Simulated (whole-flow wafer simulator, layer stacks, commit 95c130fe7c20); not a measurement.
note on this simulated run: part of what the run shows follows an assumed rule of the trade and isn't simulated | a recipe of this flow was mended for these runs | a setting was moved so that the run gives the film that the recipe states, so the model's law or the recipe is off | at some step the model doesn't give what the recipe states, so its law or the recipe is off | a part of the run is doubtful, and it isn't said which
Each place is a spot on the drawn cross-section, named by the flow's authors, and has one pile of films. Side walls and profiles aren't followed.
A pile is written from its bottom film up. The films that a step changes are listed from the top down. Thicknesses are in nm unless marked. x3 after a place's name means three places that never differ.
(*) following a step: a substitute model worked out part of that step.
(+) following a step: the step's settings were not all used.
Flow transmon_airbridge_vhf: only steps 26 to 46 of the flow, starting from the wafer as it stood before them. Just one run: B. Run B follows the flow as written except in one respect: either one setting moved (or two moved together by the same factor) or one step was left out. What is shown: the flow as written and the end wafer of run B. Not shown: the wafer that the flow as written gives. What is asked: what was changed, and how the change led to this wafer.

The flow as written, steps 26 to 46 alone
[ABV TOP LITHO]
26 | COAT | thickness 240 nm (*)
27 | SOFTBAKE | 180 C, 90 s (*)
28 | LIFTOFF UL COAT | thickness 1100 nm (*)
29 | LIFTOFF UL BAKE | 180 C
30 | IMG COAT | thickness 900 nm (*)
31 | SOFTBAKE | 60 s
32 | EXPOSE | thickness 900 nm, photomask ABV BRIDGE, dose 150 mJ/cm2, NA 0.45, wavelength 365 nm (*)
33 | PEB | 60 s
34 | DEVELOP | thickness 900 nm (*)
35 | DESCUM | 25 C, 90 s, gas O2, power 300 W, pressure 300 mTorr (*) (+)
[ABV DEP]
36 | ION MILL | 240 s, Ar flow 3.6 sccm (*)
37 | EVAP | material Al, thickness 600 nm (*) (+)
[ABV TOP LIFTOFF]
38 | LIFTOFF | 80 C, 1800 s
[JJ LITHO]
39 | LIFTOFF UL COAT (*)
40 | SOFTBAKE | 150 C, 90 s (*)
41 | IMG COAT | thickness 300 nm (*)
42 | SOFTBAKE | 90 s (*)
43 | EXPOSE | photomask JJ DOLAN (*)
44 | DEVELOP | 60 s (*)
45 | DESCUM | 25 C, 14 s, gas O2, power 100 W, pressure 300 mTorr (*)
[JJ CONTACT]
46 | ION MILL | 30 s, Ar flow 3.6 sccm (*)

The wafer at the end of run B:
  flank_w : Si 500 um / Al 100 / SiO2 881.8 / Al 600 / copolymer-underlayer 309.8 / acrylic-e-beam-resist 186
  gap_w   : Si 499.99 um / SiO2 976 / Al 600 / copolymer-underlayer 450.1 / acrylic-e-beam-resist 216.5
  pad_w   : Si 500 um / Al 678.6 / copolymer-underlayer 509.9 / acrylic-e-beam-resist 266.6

What caused this: step 35, DESCUM: 68.4 s was run, whereas the flow has 90 s.

The path from the change to this, step by step:
  35 | DESCUM | 25 C, 90 s, gas O2, power 300 W, pressure 300 mTorr (*) (+)
      pad_w: acrylic-e-beam-resist loses 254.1 (it would be, as written: acrylic-e-beam-resist loses 277.5 (all of it))
      pad_e: acrylic-e-beam-resist loses 254.1 (it would be, as written: acrylic-e-beam-resist loses 278.6 (all of it))
      (also at 9 further places)
  36 | ION MILL | 240 s, Ar flow 3.6 sccm (*)
      pad_w: acrylic-e-beam-resist loses 23.4 (all of it), Al loses 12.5 (it would be, as written: Al loses 41.3)
      pad_e: acrylic-e-beam-resist loses 24.5 (all of it), Al loses 11.1 (it would be, as written: Al loses 41.3)
  38 | LIFTOFF | 80 C, 1800 s
      field x3, jj_line, trace_open_s x2: Al loses 600 (all of it), i-line-resist loses 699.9 (all of it), lift-off-underlayer loses 1100 (all of it), acrylic-e-beam-resist loses 240 (all of it) (it would be, as written: Al loses 600 (all of it), i-line-resist loses 659.8 (all of it), lift-off-underlayer loses 1100 (all of it), acrylic-e-beam-resist loses 240 (all of it))
      margin_s, margin_n: Al loses 600 (all of it), i-line-resist loses 418.4 (all of it), lift-off-underlayer loses 823.4 (all of it), acrylic-e-beam-resist loses 168.6 (all of it) (it would be, as written: Al loses 600 (all of it), i-line-resist loses 378.2 (all of it), lift-off-underlayer loses 823.4 (all of it), acrylic-e-beam-resist loses 168.6 (all of it))
      (also at 1 further place)
